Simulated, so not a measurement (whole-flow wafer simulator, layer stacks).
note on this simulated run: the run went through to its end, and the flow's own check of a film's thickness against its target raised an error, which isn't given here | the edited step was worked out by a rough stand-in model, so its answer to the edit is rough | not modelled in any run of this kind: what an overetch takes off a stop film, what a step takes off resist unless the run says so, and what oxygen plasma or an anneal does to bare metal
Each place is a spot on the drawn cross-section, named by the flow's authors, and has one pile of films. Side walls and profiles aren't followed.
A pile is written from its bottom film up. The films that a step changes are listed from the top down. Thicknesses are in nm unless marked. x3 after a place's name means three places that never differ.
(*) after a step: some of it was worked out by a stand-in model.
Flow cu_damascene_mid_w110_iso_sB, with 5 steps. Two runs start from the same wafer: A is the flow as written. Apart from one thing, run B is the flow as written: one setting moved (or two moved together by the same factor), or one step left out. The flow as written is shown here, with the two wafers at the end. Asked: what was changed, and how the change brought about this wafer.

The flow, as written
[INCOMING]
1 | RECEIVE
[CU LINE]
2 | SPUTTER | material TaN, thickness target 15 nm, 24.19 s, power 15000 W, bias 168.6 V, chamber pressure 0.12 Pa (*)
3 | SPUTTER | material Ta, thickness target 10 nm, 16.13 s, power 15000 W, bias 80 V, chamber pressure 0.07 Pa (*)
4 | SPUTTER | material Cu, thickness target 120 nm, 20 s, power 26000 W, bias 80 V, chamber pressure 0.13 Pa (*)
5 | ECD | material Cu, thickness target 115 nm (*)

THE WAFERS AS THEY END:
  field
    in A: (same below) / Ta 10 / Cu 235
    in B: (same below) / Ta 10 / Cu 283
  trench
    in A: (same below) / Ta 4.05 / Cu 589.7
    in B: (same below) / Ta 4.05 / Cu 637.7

Cause: step 4, SPUTTER: thickness target 168 nm was run, whereas the flow has thickness target 120 nm.

The path from the change to this, step by step:
  4 | SPUTTER | material Cu, thickness target 120 nm, 20 s, power 26000 W, bias 80 V, chamber pressure 0.13 Pa (*)
      field: A Cu gains 120 (new film) | B Cu gains 168 (new film)
      trench: A Cu gains 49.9 (new film) | B Cu gains 69.9 (new film)
  5 | ECD | material Cu, thickness target 115 nm (*)
      trench: A Cu gains 539.8 | B Cu gains 567.8
